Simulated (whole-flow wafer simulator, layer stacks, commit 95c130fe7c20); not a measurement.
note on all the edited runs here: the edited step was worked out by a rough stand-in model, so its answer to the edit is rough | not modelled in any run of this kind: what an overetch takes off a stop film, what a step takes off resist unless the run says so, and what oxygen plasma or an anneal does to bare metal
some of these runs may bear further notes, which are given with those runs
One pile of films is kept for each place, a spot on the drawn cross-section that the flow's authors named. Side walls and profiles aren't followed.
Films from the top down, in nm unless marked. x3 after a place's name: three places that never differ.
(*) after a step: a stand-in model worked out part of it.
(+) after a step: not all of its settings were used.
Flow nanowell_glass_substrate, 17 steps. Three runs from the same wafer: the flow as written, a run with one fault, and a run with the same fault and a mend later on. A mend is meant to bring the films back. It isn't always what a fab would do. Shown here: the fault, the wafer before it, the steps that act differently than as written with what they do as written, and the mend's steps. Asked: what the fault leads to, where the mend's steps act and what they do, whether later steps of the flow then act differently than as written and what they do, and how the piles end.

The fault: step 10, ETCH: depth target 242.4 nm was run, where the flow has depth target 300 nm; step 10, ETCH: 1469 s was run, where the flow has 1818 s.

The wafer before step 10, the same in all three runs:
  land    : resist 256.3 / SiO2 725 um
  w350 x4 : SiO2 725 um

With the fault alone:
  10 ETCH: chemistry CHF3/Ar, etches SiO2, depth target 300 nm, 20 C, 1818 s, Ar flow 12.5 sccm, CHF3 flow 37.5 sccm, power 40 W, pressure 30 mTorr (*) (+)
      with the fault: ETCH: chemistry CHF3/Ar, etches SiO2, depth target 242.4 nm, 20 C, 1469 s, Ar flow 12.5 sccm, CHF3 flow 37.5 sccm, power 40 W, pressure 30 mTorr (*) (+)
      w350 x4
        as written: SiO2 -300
        with the fault: SiO2 -242.4
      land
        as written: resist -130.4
        with the fault: resist -105.4
  Later steps of the flow that act differently than as written:
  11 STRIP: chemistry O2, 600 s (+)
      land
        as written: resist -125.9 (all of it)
        with the fault: resist -150.9 (all of it)
  At the end the piles differ from the flow's only slightly at the places that both follow, by at most 2% or 0.5 nm, whichever is larger.

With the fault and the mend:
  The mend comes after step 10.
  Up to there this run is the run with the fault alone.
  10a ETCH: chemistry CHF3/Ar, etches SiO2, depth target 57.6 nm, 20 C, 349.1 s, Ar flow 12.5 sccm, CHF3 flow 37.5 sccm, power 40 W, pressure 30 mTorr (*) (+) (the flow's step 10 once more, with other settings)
      w350 x4
        SiO2 -57.6
      land
        resist -25
  No later step of the flow acts differently than as written at any place that is followed.
  At the end the piles are the same as the flow's at every place that both follow.
